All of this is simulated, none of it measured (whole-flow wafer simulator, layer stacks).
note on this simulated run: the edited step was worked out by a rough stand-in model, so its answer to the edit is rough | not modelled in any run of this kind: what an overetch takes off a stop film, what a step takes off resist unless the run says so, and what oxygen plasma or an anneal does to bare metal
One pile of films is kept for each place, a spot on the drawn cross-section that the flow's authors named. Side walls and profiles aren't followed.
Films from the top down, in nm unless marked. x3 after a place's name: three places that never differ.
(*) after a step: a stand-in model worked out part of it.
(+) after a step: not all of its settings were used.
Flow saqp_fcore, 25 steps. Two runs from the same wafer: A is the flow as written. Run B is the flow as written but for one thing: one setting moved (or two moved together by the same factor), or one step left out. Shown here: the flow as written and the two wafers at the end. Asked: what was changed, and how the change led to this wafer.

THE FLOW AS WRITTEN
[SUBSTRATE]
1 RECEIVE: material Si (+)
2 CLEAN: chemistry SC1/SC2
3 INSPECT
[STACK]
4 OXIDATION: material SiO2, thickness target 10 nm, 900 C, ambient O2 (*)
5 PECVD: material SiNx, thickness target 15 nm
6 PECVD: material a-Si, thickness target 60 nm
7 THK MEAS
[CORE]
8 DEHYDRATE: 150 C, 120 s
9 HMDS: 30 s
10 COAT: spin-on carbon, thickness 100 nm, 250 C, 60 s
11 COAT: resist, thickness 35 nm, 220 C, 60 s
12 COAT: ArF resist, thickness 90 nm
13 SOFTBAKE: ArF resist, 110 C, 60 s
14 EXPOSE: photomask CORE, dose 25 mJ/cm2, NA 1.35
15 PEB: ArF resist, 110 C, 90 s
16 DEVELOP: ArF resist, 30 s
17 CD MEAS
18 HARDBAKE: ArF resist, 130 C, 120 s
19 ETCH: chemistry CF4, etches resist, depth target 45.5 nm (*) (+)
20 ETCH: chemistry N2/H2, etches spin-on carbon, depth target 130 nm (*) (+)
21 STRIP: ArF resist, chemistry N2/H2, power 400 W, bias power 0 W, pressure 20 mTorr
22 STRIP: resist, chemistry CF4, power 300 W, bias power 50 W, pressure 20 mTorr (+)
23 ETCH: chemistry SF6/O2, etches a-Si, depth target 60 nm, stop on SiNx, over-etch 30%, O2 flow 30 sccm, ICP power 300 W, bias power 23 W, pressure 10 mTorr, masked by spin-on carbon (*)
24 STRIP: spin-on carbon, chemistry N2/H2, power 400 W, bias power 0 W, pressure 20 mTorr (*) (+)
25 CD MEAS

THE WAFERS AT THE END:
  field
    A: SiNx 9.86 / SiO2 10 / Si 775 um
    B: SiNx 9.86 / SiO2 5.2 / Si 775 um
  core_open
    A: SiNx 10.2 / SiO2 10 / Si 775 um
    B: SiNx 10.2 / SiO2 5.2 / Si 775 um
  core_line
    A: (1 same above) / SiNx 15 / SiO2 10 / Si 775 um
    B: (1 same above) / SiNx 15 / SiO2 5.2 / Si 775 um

The cause: step 4, OXIDATION: thickness target 5.2 nm was run, where the flow has thickness target 10 nm.
It can be read off the wafer: field has SiO2 5.2, and step 4 as written asks for 10 nm.

How the change led to this, step by step:
  4 OXIDATION: material SiO2, thickness target 10 nm, 900 C, ambient O2 (*)
      field, core_open, core_line: A SiO2 +10 (new film), chemical SiO2 -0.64 (all of it), Si -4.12 | B SiO2 +5.2 (new film), chemical SiO2 -0.64 (all of it), Si -2
